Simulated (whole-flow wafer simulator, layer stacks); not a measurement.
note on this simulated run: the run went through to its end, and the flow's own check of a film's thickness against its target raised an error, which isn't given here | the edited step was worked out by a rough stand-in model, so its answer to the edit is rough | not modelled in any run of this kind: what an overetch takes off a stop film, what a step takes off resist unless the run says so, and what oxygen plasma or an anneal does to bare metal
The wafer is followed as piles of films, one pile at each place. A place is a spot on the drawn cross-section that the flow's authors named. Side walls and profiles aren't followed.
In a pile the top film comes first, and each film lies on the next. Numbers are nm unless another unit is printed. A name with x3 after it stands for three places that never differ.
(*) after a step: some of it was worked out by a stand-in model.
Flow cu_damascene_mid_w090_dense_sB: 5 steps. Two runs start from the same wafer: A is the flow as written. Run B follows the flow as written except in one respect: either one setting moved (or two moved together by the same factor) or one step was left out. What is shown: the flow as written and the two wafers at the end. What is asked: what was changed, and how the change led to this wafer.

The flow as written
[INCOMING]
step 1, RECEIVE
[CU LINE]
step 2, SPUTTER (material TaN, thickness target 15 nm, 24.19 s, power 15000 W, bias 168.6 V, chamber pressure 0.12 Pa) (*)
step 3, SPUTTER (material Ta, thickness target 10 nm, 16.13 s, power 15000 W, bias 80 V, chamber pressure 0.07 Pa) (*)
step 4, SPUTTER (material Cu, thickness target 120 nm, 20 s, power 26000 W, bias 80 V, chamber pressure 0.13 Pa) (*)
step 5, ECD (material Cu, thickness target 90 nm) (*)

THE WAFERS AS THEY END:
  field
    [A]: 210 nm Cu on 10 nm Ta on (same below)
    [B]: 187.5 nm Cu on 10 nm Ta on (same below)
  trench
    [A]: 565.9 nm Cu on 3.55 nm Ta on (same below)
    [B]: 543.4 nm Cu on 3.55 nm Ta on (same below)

What caused this: step 5, ECD: thickness target 67.5 nm was run, though the flow has thickness target 90 nm.

Step by step, how the change led to this:
  step 5, ECD (material Cu, thickness target 90 nm) (*)
      field: A +90 Cu | B +67.5 Cu
      trench: A +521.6 Cu | B +499.1 Cu
